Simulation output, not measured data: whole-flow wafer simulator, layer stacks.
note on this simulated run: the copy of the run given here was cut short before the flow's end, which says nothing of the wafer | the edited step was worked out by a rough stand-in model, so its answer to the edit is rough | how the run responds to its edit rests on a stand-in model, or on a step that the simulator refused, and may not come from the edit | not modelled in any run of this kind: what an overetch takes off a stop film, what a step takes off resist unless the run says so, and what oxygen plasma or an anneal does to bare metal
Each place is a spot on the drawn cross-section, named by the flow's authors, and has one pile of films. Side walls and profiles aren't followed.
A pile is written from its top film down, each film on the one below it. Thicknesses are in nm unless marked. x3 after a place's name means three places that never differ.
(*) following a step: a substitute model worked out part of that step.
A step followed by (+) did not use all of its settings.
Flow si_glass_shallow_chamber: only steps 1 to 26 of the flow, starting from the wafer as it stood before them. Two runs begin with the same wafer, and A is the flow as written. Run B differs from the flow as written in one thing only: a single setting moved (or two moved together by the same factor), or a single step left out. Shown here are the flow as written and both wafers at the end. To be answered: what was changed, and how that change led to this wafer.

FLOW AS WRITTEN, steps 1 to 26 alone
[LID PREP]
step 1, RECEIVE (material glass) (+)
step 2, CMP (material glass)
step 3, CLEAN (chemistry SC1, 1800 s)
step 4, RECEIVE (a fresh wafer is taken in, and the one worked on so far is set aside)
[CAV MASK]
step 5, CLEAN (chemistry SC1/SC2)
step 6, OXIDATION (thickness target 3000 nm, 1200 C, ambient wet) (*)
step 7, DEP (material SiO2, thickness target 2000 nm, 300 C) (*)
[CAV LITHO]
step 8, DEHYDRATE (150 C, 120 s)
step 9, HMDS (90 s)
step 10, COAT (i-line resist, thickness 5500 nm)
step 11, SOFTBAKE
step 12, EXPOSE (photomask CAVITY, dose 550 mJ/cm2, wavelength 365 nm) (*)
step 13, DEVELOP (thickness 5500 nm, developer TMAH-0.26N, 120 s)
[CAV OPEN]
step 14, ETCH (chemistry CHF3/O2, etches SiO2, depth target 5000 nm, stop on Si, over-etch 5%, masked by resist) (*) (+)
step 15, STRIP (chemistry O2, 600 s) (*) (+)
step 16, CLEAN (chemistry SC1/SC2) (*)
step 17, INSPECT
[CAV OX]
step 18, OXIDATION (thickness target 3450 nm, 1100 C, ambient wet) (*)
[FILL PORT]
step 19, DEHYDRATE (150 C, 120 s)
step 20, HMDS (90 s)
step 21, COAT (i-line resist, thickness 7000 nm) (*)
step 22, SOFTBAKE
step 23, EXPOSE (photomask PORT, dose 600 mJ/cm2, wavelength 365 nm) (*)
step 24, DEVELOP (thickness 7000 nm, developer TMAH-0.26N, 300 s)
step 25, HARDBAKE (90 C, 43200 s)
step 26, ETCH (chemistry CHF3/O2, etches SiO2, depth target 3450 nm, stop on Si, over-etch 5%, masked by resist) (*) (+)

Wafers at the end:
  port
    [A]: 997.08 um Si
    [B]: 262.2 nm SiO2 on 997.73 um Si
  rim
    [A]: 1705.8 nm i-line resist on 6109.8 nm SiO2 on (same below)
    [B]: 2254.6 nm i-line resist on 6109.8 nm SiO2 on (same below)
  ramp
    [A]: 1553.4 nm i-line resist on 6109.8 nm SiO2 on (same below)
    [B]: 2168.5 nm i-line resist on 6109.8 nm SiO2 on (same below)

What caused this: step 14, ETCH: depth target 3125 nm was run, though the flow has depth target 5000 nm.

How this came from the change, step by step:
  step 14, ETCH (chemistry CHF3/O2, etches SiO2, depth target 5000 nm, stop on Si, over-etch 5%, masked by resist) (*) (+)
      cav, port: A SiO2 loses 5000 (all of it), Si loses 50 | B SiO2 loses 3281.2
      rim, ramp, septum, ring: A i-line resist loses 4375 | B i-line resist loses 2734.4
  step 15, STRIP (chemistry O2, 600 s) (*) (+)
      cav, port: A chemical SiO2 gains 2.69 (new film), Si loses 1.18 | B nothing
      rim, ramp, septum, ring: A i-line resist loses 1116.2 (all of it) | B i-line resist loses 2756.8 (all of it)
  step 18, OXIDATION (thickness target 3450 nm, 1100 C, ambient wet) (*)
      cav, port: A SiO2 gains 3450 (new film), chemical SiO2 loses 2.69 (all of it), Si loses 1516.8 | B SiO2 gains 2165.9, Si loses 953
  step 21, COAT (i-line resist, thickness 7000 nm) (*)
      rim: A i-line resist gains 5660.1 (new film) | B i-line resist gains 6024.7 (new film)
      ramp: A i-line resist gains 5087.8 (new film) | B i-line resist gains 5596.1 (new film)
      (and at 1 other place as well)
  step 22, SOFTBAKE
      rim: A i-line resist loses 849 | B i-line resist loses 643.6
      ramp: A i-line resist loses 434.5 | B i-line resist loses 304.6
      (and at 4 other places as well)
  step 24, DEVELOP (thickness 7000 nm, developer TMAH-0.26N, 300 s)
      port: A i-line resist loses 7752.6 (all of it) | B i-line resist loses 7575.8 (all of it)
  step 25, HARDBAKE (90 C, 43200 s)
      rim: A i-line resist loses 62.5 | B i-line resist loses 83.7
      ramp: A i-line resist loses 57.1 | B i-line resist loses 80.2
      (and at 1 other place as well)
  step 26, ETCH (chemistry CHF3/O2, etches SiO2, depth target 3450 nm, stop on Si, over-etch 5%, masked by resist) (*) (+)
      port: A SiO2 loses 3450 (all of it), Si loses 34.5 | B SiO2 loses 3622.5
